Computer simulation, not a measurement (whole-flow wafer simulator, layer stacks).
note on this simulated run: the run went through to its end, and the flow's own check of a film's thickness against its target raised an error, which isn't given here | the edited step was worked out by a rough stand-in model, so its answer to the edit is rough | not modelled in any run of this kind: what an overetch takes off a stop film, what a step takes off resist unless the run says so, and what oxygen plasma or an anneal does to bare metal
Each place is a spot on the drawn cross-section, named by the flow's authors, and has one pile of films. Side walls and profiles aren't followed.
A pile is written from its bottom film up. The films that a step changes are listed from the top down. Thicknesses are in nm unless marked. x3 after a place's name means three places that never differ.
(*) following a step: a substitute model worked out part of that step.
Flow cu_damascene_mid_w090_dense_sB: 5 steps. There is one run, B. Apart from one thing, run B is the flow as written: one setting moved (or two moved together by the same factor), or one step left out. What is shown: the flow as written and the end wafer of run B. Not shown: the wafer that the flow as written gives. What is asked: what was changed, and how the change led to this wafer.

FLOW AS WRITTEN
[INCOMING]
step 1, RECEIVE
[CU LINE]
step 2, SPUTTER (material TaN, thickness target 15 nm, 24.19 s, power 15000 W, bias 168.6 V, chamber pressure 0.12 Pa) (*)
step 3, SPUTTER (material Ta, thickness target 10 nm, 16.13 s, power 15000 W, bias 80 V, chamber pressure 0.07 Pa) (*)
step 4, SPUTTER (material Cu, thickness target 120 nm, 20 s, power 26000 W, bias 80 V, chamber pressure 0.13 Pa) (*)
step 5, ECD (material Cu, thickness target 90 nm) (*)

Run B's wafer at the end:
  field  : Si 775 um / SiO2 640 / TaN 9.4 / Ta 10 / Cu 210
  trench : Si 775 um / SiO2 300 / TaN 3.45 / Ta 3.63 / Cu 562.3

Cause: step 2, SPUTTER: thickness target 9.4 nm was run, though the flow has thickness target 15 nm; step 2, SPUTTER: 15.12 s was run, where the flow has 24.19 s.
The wafer lets one read it off: field has TaN 9.4, and step 2 as written asks for 15 nm.

Step by step, how the change led to this:
  step 2, SPUTTER (material TaN, thickness target 15 nm, 24.19 s, power 15000 W, bias 168.6 V, chamber pressure 0.12 Pa) (*)
      field: TaN gains 9.4 (new film) (in the flow as written it would be: TaN gains 15 (new film))
      trench: TaN gains 3.45 (new film) (in the flow as written it would be: TaN gains 5.51 (new film))
